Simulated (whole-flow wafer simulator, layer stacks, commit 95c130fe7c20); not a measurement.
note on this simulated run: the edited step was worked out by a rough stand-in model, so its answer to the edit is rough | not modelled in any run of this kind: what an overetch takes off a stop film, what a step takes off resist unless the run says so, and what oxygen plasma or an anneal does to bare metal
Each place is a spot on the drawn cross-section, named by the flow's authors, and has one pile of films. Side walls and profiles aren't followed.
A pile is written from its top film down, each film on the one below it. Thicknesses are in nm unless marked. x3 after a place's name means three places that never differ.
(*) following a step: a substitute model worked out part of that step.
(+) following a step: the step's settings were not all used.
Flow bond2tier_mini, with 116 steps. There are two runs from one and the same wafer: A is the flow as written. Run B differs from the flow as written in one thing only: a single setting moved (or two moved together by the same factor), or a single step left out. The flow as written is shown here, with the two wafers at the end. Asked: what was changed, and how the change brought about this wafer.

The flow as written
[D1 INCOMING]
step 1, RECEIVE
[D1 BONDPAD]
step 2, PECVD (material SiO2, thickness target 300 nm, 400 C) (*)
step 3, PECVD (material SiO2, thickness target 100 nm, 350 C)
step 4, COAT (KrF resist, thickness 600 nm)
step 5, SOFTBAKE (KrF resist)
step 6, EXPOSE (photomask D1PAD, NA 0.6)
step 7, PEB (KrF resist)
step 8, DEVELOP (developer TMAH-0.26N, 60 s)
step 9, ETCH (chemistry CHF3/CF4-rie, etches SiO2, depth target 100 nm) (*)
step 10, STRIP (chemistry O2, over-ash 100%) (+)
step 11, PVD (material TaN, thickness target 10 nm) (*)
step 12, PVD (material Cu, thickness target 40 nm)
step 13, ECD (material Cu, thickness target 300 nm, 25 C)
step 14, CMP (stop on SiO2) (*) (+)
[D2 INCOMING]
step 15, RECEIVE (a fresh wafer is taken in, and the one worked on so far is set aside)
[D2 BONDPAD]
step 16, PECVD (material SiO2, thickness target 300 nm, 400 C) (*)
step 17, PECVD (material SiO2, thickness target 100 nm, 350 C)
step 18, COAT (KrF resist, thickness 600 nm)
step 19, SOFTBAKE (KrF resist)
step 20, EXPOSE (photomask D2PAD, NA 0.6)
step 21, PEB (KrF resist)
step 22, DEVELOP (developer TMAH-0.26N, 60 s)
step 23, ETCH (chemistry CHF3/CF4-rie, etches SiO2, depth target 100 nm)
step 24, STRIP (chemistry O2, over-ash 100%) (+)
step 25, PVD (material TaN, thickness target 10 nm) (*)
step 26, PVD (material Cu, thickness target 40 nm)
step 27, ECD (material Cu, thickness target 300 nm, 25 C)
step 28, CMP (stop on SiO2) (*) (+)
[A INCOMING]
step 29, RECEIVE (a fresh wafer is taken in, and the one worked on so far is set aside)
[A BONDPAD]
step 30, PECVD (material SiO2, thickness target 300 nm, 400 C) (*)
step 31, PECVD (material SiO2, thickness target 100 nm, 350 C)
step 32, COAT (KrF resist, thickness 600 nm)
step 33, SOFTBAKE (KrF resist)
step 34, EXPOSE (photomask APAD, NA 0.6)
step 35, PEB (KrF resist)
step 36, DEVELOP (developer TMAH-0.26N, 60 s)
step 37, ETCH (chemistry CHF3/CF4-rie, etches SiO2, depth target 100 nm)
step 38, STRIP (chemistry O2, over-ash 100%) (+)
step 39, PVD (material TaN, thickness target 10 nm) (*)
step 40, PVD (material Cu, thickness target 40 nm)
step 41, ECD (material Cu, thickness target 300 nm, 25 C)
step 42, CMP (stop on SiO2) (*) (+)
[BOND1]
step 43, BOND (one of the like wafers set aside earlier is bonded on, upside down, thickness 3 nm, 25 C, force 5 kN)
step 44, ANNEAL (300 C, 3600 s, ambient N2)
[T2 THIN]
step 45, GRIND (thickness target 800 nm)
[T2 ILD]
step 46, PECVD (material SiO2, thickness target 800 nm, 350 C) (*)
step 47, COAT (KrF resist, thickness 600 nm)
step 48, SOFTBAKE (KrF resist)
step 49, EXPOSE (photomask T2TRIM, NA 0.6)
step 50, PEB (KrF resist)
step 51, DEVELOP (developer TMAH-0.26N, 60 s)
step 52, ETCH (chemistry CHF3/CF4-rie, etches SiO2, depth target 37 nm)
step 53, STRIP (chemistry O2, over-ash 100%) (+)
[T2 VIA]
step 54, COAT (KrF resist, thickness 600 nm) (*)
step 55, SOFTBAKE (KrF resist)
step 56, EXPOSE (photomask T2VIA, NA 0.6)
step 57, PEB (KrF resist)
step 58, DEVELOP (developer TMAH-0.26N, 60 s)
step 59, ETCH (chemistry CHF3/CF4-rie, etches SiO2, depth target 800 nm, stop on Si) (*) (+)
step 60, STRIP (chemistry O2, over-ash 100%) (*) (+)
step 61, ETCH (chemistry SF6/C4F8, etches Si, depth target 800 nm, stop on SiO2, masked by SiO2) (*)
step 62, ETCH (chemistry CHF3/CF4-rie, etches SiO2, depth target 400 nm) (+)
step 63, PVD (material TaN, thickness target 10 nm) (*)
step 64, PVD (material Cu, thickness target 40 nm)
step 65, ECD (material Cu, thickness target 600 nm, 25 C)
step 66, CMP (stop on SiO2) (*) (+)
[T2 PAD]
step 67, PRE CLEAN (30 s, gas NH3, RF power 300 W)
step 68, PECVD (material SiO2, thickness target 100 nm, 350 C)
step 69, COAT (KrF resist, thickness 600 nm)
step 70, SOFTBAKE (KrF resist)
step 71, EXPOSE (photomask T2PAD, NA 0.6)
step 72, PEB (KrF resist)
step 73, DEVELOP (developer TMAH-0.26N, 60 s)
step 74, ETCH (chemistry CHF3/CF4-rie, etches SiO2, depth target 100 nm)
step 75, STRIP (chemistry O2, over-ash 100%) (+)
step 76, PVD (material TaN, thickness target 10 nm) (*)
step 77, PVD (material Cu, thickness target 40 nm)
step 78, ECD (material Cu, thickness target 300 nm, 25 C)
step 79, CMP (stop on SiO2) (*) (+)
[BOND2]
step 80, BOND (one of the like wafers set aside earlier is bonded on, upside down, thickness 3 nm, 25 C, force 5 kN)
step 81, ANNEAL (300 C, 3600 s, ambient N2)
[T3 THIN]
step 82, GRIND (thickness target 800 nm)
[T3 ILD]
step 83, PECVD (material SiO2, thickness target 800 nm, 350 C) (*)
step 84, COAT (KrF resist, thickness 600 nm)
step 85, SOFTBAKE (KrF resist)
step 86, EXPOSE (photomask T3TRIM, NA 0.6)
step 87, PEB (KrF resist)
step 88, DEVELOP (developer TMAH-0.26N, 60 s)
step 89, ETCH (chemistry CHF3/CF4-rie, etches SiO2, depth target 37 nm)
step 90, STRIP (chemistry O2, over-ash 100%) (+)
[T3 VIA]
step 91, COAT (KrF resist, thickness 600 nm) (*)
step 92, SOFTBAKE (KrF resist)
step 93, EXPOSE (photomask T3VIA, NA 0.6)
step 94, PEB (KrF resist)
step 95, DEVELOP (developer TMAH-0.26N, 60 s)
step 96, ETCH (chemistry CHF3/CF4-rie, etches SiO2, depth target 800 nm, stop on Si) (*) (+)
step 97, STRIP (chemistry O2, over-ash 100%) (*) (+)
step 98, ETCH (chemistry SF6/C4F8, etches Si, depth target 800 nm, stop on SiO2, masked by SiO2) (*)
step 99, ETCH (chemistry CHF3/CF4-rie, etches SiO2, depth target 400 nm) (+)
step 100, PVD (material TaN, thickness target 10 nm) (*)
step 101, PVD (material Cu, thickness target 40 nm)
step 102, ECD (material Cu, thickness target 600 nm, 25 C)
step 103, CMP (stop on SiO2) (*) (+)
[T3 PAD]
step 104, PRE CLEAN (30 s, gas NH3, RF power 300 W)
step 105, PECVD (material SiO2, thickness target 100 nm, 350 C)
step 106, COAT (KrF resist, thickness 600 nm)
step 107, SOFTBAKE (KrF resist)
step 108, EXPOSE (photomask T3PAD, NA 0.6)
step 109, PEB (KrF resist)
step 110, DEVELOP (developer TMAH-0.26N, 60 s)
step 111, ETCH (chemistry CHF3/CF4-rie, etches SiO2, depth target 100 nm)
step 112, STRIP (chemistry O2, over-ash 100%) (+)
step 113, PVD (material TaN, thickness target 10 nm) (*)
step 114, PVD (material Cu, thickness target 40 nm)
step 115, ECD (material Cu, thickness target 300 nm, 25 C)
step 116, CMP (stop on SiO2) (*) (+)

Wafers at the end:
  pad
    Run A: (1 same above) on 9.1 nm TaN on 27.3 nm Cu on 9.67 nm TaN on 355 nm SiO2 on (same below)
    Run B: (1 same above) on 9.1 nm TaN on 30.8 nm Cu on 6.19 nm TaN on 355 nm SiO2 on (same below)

What caused this: step 100, PVD: thickness target 6.4 nm was run, though the flow has thickness target 10 nm.

Step by step, how the change led to this:
  step 100, PVD (material TaN, thickness target 10 nm) (*)
      field: A +10 TaN (new film) | B +6.4 TaN (new film)
      pad: A +9.67 TaN (new film) | B +6.19 TaN (new film)
  step 103, CMP (stop on SiO2) (*) (+)
      field: A -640 Cu (all of it), -10 TaN (all of it) | B -640 Cu (all of it), -6.4 TaN (all of it)
